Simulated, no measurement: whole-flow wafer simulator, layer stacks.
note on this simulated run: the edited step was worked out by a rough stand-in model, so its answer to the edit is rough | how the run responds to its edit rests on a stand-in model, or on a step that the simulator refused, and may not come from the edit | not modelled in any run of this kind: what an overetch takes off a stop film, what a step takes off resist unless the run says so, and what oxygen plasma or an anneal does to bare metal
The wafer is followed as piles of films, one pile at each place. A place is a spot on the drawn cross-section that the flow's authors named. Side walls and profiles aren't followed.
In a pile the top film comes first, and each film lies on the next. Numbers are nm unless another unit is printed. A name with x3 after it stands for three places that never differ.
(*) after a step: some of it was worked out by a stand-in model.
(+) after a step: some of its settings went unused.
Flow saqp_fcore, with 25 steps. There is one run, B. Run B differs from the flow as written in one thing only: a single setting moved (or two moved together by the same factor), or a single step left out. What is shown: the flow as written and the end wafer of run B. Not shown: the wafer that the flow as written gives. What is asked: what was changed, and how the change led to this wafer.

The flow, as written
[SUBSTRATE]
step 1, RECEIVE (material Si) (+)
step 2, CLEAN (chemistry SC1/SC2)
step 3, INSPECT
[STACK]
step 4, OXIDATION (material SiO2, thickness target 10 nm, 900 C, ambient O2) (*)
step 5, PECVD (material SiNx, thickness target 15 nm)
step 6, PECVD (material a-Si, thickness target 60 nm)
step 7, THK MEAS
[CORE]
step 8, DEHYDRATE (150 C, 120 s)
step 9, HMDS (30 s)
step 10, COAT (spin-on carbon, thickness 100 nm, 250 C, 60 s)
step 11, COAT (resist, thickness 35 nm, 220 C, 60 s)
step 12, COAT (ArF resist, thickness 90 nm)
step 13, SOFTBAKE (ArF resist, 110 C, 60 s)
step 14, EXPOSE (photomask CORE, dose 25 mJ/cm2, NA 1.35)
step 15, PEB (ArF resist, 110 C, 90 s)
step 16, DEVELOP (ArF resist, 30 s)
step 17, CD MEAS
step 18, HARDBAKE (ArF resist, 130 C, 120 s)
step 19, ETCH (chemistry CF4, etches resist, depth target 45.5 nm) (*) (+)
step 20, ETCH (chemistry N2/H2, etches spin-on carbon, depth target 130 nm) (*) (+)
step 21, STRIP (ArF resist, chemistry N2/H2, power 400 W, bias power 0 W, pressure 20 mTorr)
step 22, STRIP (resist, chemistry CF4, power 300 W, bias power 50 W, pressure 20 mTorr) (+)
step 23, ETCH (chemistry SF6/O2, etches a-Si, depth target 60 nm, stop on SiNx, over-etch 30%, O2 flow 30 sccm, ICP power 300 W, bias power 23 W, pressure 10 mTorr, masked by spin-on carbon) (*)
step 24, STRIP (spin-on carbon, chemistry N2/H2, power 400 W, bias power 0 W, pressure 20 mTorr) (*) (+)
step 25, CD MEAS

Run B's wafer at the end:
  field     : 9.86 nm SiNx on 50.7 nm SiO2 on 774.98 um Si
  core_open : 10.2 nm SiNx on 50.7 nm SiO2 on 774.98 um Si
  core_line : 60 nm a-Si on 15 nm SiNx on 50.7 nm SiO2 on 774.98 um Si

The reason: step 4, OXIDATION: 1080 C was run, though the flow has 900 C.

How this came from the change, step by step:
  step 4, OXIDATION (material SiO2, thickness target 10 nm, 900 C, ambient O2) (*)
      field, core_open, core_line: +50.7 SiO2 (new film), -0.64 chemical SiO2 (all of it), -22 Si (in the flow as written it would be: +10 SiO2 (new film), -0.64 chemical SiO2 (all of it), -4.12 Si)
